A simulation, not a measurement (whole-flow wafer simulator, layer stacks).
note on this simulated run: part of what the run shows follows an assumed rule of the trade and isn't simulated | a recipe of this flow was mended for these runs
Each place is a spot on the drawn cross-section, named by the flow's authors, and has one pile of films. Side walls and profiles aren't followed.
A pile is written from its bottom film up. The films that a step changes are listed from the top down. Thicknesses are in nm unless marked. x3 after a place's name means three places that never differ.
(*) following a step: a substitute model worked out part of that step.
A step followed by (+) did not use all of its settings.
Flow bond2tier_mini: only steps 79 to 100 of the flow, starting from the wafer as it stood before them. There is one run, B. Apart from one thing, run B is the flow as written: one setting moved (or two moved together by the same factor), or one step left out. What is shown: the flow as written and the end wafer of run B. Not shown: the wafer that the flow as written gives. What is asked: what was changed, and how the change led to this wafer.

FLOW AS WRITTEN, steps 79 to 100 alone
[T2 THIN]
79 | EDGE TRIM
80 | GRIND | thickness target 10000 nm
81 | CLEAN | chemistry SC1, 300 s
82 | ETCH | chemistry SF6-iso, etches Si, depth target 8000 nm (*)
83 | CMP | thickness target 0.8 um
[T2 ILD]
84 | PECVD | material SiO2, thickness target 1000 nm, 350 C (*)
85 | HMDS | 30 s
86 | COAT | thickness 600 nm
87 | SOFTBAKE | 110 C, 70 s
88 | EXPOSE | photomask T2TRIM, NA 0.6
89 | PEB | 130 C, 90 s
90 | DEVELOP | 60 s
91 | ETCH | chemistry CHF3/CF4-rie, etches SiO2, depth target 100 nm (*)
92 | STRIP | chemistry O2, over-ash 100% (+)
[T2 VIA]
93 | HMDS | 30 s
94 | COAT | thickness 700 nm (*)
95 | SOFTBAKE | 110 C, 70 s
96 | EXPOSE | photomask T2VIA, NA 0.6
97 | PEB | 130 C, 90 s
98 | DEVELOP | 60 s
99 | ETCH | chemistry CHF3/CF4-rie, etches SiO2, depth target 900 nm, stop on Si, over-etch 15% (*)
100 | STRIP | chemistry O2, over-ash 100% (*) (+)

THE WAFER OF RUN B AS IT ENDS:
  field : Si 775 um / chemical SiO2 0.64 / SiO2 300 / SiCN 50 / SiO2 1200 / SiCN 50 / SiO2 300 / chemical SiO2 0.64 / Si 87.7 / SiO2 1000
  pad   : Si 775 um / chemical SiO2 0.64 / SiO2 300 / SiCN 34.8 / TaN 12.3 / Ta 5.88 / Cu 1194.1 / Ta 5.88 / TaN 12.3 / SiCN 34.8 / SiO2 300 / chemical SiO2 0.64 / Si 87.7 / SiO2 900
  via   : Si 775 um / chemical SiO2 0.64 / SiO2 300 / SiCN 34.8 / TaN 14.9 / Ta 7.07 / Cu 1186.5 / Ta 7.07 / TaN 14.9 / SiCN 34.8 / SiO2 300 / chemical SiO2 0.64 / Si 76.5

Cause: step 80, GRIND: thickness target 8088 nm was run, though the flow has thickness target 10000 nm.

How this came from the change, step by step:
  80 | GRIND | thickness target 10000 nm
      field, pad, via: -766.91 um Si (it would be, as written: -765 um Si)
  83 | CMP | thickness target 0.8 um
      field, pad, via: nothing (it would be, as written: -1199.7 Si)
